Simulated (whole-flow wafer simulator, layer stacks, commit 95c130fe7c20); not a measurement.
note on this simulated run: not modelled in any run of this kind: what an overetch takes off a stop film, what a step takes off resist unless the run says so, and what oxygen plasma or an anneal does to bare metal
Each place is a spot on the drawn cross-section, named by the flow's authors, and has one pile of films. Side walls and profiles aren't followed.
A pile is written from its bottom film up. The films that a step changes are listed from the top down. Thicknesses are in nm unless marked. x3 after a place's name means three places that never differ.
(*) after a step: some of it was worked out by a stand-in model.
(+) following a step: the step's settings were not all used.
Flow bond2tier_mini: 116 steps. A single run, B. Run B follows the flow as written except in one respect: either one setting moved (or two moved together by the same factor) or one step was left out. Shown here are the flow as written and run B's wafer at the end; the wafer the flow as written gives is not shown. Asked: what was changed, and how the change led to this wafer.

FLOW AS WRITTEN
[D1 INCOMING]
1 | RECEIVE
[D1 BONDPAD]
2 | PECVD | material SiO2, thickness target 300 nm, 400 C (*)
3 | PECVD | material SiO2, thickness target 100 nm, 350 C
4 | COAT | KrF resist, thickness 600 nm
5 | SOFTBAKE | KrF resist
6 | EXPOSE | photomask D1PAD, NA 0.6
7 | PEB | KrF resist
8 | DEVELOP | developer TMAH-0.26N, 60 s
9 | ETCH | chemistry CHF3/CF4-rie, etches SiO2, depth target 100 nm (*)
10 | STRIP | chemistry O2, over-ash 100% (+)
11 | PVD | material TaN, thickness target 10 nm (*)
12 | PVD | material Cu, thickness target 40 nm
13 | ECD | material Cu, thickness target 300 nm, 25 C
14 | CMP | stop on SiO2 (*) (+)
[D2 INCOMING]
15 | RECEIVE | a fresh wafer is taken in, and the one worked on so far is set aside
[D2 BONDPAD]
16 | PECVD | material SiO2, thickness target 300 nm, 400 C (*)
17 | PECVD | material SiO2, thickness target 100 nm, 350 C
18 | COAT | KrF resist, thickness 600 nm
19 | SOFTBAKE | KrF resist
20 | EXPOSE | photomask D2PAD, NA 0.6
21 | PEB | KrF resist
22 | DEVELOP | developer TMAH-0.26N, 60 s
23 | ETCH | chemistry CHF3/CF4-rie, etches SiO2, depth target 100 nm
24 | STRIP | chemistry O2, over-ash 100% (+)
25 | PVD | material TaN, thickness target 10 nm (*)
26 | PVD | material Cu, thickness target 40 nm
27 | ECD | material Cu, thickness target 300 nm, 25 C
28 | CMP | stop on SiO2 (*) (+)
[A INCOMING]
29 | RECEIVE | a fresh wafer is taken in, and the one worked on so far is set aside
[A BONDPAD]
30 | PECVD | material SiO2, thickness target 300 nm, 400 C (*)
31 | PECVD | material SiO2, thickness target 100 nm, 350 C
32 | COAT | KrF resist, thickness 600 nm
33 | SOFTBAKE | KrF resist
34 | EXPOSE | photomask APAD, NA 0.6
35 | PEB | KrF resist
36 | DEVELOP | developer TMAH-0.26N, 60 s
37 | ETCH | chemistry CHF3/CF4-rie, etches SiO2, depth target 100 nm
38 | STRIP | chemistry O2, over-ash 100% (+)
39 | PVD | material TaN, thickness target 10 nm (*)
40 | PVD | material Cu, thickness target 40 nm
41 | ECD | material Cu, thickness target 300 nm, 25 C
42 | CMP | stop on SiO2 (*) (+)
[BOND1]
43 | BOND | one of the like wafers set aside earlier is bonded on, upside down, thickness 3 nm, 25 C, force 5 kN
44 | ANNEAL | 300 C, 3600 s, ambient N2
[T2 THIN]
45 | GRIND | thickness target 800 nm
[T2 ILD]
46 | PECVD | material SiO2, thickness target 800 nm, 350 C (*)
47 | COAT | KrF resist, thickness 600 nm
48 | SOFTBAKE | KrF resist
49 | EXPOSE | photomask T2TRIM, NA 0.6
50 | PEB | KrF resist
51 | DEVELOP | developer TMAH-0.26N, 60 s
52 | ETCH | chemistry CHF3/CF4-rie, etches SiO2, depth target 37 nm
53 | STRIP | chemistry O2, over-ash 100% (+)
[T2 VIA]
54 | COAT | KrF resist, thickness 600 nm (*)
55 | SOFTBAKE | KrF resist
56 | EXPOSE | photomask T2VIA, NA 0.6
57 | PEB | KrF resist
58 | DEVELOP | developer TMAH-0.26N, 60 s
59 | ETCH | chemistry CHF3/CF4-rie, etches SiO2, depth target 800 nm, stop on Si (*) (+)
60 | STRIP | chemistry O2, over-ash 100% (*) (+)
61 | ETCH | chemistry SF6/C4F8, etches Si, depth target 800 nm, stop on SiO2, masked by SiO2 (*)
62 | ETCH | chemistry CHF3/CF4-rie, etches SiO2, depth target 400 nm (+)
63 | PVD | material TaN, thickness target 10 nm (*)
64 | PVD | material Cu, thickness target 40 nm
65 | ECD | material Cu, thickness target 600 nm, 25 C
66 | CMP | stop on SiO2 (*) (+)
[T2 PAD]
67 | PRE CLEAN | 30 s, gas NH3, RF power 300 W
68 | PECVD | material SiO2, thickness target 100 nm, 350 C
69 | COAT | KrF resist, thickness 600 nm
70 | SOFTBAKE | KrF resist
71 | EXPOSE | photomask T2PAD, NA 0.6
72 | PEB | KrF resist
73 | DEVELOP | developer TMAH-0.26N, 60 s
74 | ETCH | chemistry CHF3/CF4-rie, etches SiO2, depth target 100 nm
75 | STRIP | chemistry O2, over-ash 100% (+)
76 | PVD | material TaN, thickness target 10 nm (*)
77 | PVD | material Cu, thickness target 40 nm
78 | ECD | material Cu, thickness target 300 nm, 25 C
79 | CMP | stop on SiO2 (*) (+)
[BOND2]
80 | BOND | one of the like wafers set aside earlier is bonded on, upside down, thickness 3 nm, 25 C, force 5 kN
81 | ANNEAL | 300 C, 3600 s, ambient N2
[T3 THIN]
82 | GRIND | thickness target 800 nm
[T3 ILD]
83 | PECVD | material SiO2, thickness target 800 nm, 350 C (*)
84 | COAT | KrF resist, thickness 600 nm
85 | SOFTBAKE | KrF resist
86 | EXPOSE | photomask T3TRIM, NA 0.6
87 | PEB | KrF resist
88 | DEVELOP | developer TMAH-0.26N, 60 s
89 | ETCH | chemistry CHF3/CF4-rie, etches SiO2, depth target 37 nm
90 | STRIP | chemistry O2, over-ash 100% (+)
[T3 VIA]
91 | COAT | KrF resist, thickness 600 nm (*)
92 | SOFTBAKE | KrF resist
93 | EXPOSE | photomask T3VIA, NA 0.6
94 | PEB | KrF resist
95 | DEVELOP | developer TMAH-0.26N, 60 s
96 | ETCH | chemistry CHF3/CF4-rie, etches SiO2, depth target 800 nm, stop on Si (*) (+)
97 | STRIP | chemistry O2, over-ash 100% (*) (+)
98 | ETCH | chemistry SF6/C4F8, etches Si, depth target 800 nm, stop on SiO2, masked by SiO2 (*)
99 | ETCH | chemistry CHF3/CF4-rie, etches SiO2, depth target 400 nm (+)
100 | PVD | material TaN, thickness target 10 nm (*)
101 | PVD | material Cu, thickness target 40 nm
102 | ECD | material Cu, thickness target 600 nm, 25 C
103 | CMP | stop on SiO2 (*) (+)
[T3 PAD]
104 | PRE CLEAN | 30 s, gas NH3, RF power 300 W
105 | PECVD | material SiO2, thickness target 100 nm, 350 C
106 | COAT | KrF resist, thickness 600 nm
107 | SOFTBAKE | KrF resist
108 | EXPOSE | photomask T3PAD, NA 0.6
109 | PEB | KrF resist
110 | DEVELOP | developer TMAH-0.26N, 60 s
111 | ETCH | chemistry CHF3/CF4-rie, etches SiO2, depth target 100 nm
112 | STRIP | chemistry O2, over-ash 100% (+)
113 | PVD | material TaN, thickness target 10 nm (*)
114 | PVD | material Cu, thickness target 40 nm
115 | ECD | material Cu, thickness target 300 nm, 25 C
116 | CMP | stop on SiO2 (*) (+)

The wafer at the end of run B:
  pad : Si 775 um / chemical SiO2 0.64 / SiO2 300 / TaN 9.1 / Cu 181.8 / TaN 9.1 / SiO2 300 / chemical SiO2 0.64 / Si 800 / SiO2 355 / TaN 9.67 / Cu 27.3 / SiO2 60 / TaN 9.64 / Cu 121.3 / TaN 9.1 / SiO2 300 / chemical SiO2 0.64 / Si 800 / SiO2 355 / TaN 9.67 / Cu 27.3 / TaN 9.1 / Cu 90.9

The reason: step 74, ETCH: depth target 40 nm was run, while the flow as written has depth target 100 nm.

The path from the change to this, step by step:
  74 | ETCH | chemistry CHF3/CF4-rie, etches SiO2, depth target 100 nm
      pad: SiO2 loses 40 (in the flow as written it would be: SiO2 loses 100 (all of it))
      field: KrF resist loses 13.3 (in the flow as written it would be: KrF resist loses 33.3)
  75 | STRIP | chemistry O2, over-ash 100% (+)
      field: KrF resist loses 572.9 (all of it) (in the flow as written it would be: KrF resist loses 552.9 (all of it))
  76 | PVD | material TaN, thickness target 10 nm (*)
      pad: TaN gains 9.64 (new film) (in the flow as written it would be: TaN gains 9.1 (new film))
  77 | PVD | material Cu, thickness target 40 nm
      pad: Cu gains 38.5 (new film) (in the flow as written it would be: Cu gains 36.4 (new film))
  78 | ECD | material Cu, thickness target 300 nm, 25 C
      pad: Cu gains 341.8 (in the flow as written it would be: Cu gains 404.5)
Taking metal films that touch as one body, pad has 4 bodies (between them, from the top down: SiO2 355 / Si 800 / chemical SiO2 0.64 / SiO2 300; SiO2 60; SiO2 355 / Si 800 / chemical SiO2 0.64 / SiO2 300); the flow as written gives 3 bodies (between them, from the top down: SiO2 355 / Si 800 / chemical SiO2 0.64 / SiO2 300; SiO2 355 / Si 800 / chemical SiO2 0.64 / SiO2 300).
